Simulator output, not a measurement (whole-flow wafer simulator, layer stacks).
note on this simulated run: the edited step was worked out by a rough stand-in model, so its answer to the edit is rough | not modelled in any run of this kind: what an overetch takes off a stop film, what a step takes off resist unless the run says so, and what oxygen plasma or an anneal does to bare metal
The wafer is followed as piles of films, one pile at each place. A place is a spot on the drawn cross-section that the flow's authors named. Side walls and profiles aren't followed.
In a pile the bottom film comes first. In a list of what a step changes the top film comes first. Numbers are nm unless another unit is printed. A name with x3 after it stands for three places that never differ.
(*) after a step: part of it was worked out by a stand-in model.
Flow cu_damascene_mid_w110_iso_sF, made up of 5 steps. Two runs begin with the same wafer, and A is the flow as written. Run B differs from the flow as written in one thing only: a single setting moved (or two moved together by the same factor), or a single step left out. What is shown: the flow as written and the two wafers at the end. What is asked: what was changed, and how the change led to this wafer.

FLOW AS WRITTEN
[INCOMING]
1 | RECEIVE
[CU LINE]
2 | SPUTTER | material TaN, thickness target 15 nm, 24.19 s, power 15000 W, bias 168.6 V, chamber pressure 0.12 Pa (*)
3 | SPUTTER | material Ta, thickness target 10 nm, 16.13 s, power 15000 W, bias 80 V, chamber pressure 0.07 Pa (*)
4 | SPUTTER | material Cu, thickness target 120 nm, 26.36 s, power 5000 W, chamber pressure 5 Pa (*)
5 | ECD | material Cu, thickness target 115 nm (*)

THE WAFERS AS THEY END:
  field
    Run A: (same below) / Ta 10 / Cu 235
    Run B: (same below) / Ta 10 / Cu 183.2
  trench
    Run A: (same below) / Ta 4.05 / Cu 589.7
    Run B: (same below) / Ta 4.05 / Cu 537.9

The reason: step 5, ECD: thickness target 63.2 nm was run, while the flow as written has thickness target 115 nm.

Step by step, how the change led to this:
  5 | ECD | material Cu, thickness target 115 nm (*)
      field: A +115 Cu | B +63.2 Cu
      trench: A +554 Cu | B +502.2 Cu
